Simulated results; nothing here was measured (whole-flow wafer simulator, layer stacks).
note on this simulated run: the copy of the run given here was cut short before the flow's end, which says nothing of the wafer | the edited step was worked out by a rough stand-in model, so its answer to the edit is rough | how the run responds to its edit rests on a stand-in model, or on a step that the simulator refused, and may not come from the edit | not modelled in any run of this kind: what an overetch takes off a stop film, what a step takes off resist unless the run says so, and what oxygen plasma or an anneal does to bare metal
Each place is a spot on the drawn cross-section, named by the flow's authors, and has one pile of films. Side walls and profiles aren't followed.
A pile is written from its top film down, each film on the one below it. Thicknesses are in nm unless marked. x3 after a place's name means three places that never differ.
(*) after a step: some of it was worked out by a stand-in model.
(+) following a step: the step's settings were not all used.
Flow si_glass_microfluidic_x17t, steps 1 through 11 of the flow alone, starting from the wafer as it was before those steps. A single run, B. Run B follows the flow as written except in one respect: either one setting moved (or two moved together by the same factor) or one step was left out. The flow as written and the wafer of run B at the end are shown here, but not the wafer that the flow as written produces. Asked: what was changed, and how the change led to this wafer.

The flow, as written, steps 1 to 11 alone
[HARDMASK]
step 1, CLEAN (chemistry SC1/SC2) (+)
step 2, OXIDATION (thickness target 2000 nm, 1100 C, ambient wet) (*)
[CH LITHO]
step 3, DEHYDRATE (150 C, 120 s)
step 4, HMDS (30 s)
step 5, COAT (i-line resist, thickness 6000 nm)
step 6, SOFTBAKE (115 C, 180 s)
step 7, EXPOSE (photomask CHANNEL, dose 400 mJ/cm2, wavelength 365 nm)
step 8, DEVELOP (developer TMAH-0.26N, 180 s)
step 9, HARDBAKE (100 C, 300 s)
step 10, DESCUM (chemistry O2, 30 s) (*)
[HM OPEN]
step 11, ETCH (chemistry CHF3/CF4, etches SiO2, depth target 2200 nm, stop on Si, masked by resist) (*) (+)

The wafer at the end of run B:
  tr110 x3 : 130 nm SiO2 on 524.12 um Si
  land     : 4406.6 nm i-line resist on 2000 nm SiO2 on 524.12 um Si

The reason: step 11, ETCH: depth target 1870 nm was run, though the flow has depth target 2200 nm.

The path from the change to this, step by step:
  step 11, ETCH (chemistry CHF3/CF4, etches SiO2, depth target 2200 nm, stop on Si, masked by resist) (*) (+)
      tr110 x3: SiO2 loses 1870 (in the flow as written it would be: SiO2 loses 2000 (all of it))
      land: i-line resist loses 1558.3 (in the flow as written it would be: i-line resist loses 1833.3)
